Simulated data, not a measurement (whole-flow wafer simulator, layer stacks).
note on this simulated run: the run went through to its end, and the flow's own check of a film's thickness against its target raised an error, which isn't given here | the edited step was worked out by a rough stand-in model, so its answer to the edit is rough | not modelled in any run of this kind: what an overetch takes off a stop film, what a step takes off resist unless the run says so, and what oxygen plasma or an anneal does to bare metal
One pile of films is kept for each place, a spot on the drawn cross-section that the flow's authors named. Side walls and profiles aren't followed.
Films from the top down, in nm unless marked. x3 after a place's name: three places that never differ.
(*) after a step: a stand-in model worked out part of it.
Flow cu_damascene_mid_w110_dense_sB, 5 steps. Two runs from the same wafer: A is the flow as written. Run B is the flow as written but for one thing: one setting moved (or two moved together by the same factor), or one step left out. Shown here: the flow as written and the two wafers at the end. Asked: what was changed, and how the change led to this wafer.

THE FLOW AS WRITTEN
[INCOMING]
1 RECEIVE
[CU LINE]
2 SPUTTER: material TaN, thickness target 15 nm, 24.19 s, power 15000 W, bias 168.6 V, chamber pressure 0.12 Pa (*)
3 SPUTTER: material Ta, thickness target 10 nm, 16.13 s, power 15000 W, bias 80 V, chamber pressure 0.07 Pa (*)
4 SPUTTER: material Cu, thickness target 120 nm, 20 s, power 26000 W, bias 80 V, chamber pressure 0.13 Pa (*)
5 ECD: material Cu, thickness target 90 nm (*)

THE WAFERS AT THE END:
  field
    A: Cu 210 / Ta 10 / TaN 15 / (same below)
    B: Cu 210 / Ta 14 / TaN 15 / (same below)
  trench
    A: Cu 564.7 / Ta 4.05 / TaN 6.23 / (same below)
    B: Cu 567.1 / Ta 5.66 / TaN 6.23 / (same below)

The cause: step 3, SPUTTER: 22.58 s was run, where the flow has 16.13 s.

How the change led to this, step by step:
  3 SPUTTER: material Ta, thickness target 10 nm, 16.13 s, power 15000 W, bias 80 V, chamber pressure 0.07 Pa (*)
      field: A Ta +10 (new film) | B Ta +14 (new film)
      trench: A Ta +4.05 (new film) | B Ta +5.66 (new film)
